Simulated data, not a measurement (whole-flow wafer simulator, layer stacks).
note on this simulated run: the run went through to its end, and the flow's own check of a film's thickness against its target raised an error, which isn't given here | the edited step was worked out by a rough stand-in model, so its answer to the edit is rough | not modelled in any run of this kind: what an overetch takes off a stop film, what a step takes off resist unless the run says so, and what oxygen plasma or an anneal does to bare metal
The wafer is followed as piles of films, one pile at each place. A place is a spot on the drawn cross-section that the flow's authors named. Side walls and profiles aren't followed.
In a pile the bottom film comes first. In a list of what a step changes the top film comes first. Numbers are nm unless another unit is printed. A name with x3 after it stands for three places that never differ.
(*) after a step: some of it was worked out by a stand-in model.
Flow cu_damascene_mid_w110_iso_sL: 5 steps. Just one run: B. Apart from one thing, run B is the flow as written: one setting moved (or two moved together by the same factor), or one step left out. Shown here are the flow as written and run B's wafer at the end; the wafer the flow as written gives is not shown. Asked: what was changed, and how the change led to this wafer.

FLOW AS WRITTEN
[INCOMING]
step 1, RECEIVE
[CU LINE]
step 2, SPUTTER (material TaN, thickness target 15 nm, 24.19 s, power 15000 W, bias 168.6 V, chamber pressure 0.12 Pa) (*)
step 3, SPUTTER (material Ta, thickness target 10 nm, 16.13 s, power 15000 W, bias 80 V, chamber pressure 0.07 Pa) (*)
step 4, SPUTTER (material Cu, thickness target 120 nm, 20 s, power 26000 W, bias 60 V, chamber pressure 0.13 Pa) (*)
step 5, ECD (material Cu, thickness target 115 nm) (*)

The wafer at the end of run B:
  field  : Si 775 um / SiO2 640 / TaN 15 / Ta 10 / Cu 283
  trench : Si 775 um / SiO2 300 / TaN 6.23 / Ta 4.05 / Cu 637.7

What caused this: step 4, SPUTTER: thickness target 168 nm was run, while the flow as written has thickness target 120 nm; step 4, SPUTTER: 28 s was run, where the flow has 20 s.

How this came from the change, step by step:
  step 4, SPUTTER (material Cu, thickness target 120 nm, 20 s, power 26000 W, bias 60 V, chamber pressure 0.13 Pa) (*)
      field: Cu gains 168 (new film) (in the flow as written it would be: Cu gains 120 (new film))
      trench: Cu gains 69.9 (new film) (in the flow as written it would be: Cu gains 49.9 (new film))
  step 5, ECD (material Cu, thickness target 115 nm) (*)
      trench: Cu gains 567.8 (in the flow as written it would be: Cu gains 539.8)
